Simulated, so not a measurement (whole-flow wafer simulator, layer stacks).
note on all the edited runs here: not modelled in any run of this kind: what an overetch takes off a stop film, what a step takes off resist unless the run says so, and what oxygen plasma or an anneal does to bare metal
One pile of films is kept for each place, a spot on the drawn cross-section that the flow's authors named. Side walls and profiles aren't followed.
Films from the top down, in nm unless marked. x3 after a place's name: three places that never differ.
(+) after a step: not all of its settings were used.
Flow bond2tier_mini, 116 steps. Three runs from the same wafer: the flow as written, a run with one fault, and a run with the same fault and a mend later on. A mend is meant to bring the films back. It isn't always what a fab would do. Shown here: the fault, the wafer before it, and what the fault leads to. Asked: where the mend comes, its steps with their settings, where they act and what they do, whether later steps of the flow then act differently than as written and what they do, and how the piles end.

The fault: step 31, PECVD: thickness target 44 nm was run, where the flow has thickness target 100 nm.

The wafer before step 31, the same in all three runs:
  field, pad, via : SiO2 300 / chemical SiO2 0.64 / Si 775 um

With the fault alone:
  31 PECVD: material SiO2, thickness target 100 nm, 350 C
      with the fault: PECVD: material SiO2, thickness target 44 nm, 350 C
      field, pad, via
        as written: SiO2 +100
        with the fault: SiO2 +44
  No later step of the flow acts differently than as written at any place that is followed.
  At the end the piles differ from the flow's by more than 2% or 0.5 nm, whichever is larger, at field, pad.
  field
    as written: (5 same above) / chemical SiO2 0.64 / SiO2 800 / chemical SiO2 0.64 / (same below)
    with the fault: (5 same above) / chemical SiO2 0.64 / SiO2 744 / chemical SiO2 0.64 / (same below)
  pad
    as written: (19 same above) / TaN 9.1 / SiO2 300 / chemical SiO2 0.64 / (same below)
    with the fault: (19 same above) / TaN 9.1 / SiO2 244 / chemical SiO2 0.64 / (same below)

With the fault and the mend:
  The mend comes after step 36.
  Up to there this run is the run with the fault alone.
  36a STRIP: chemistry O2, over-ash 100% (+)
      field
        KrF resist -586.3 (all of it)
  36b PECVD: material SiO2, thickness target 56 nm, 350 C (the flow's step 31 once more, with other settings)
      field, pad, via
        SiO2 +56
  36c COAT: KrF resist, thickness 600 nm (the flow's step 32 once more)
      field, pad, via
        KrF resist +600 (new film)
  36d SOFTBAKE: KrF resist (the flow's step 33 once more)
      changes no film at any place that is followed
  36e EXPOSE: photomask APAD, NA 0.6 (the flow's step 34 once more)
      changes no film at any place that is followed
  36f PEB: KrF resist (the flow's step 35 once more)
      changes no film at any place that is followed
  36g DEVELOP: developer TMAH-0.26N, 60 s (the flow's step 36 once more)
      pad, via
        KrF resist -600 (all of it)
      field
        KrF resist -13.7
  No later step of the flow acts differently than as written at any place that is followed.
  At the end the piles are the same as the flow's at every place that both follow.
